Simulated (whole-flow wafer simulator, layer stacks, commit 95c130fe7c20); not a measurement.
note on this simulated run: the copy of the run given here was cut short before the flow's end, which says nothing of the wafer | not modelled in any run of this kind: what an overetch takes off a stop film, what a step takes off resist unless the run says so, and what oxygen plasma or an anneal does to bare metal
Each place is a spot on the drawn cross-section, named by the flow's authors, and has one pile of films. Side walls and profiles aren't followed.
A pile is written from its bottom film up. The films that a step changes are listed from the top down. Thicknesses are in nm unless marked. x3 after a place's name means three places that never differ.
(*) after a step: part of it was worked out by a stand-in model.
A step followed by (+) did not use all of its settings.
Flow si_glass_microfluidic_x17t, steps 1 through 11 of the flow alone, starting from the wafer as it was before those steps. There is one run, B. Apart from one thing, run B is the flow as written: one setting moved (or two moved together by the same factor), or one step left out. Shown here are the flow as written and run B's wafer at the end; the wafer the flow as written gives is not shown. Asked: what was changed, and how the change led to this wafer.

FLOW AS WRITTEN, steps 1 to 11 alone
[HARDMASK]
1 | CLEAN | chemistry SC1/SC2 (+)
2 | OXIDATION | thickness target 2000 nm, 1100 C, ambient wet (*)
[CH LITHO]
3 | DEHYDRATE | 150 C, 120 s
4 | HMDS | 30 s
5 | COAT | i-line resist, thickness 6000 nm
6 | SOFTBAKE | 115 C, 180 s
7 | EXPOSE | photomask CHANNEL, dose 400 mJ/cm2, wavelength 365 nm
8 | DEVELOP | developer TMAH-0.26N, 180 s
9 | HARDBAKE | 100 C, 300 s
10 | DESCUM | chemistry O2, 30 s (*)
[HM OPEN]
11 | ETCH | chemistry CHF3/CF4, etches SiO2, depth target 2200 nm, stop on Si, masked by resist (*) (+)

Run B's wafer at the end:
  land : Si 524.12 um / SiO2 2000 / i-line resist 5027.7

The reason: step 5, COAT: thickness 6900 nm was run, whereas the flow has thickness 6000 nm.

The path from the change to this, step by step:
  5 | COAT | i-line resist, thickness 6000 nm
      land, tr110 x3: +6900 i-line resist (new film) (as written it would have been: +6000 i-line resist (new film))
  8 | DEVELOP | developer TMAH-0.26N, 180 s
      tr110 x3: -6900 i-line resist (all of it) (as written it would have been: -6000 i-line resist (all of it))
  9 | HARDBAKE | 100 C, 300 s
      land: -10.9 i-line resist (as written it would have been: -7.06 i-line resist)
